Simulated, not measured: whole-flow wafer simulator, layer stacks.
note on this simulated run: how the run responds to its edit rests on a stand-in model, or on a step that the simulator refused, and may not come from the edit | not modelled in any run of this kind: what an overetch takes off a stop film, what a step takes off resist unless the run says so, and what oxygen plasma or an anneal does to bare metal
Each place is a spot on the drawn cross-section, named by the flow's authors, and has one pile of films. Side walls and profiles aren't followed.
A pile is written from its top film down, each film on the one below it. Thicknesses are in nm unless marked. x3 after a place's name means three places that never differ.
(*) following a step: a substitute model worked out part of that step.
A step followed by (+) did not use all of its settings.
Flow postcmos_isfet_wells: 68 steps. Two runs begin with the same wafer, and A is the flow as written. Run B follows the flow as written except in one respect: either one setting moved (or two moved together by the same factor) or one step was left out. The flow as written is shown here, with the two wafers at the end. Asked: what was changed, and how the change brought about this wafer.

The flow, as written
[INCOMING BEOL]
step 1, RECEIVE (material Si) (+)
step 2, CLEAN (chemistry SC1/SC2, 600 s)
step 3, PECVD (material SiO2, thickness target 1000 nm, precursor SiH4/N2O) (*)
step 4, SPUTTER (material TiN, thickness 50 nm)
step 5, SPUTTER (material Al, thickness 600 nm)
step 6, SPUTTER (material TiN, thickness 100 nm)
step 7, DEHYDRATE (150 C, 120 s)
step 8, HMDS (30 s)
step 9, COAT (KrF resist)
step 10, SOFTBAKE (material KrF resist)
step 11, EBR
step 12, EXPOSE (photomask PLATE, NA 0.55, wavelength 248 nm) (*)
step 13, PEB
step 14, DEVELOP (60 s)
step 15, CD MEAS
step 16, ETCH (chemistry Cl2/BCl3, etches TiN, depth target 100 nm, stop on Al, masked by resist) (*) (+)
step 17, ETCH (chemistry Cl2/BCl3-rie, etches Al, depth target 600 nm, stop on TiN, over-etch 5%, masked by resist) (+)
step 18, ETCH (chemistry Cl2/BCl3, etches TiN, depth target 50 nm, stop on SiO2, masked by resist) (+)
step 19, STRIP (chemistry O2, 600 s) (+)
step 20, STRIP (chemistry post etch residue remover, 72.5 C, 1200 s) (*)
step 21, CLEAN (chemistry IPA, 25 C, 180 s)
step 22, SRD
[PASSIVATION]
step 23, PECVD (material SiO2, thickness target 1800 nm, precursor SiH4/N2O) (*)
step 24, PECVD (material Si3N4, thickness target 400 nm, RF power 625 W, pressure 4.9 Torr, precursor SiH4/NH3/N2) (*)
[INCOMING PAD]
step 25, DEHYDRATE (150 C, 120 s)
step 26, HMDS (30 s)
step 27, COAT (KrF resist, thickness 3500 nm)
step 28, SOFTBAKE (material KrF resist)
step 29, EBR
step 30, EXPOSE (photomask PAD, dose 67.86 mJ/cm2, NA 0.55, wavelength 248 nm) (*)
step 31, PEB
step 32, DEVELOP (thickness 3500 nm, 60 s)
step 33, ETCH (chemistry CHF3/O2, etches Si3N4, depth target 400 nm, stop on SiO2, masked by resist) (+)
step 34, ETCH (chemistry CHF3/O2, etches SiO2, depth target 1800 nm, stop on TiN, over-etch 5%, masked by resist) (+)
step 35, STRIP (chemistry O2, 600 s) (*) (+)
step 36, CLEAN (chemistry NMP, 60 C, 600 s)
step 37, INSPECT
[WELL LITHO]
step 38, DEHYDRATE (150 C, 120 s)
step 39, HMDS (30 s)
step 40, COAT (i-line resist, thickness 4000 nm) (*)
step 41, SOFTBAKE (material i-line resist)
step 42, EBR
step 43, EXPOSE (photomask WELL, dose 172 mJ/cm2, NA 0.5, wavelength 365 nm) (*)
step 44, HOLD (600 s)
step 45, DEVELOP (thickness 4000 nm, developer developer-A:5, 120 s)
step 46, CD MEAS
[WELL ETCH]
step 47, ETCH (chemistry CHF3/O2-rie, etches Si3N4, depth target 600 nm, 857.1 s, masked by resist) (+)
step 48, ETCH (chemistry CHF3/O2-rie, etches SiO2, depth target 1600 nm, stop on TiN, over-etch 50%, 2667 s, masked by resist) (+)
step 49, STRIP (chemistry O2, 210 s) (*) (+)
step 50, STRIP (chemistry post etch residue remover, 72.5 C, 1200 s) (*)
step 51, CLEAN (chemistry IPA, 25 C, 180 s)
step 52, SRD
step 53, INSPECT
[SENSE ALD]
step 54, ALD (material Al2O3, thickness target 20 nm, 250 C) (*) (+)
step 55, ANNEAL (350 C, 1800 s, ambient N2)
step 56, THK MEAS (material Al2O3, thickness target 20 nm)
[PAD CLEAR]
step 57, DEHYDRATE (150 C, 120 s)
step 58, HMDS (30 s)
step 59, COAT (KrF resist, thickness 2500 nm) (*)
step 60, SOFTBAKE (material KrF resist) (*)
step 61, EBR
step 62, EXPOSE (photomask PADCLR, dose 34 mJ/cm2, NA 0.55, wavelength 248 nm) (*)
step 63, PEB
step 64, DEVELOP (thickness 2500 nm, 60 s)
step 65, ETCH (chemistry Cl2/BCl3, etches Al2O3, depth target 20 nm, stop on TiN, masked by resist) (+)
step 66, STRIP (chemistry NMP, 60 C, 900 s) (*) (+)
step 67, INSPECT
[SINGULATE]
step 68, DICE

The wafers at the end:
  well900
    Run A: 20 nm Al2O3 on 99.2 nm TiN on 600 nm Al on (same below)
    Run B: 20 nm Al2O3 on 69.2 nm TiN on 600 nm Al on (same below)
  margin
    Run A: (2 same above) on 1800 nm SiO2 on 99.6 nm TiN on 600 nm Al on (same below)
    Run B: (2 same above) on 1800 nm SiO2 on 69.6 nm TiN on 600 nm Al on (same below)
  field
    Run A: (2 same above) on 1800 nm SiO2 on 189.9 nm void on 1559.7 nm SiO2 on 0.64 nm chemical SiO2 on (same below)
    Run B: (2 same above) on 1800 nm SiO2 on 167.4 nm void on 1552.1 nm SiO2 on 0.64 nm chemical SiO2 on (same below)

Cause: step 6, SPUTTER: thickness 70 nm was run, though the flow has thickness 100 nm.

How this came from the change, step by step:
  step 6, SPUTTER (material TiN, thickness 100 nm)
      field, margin, well900 and 6 more: A TiN gains 100 (new film) | B TiN gains 70 (new film)
  step 16, ETCH (chemistry Cl2/BCl3, etches TiN, depth target 100 nm, stop on Al, masked by resist) (*) (+)
      field: A TiN loses 100 (all of it) | B TiN loses 70 (all of it)
  step 23, PECVD (material SiO2, thickness target 1800 nm, precursor SiH4/N2O) (*)
      field: A SiO2 gains 1800 (new film), void gains 189.9 (new film), SiO2 gains 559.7 | B SiO2 gains 1800 (new film), void gains 167.4 (new film), SiO2 gains 552.1
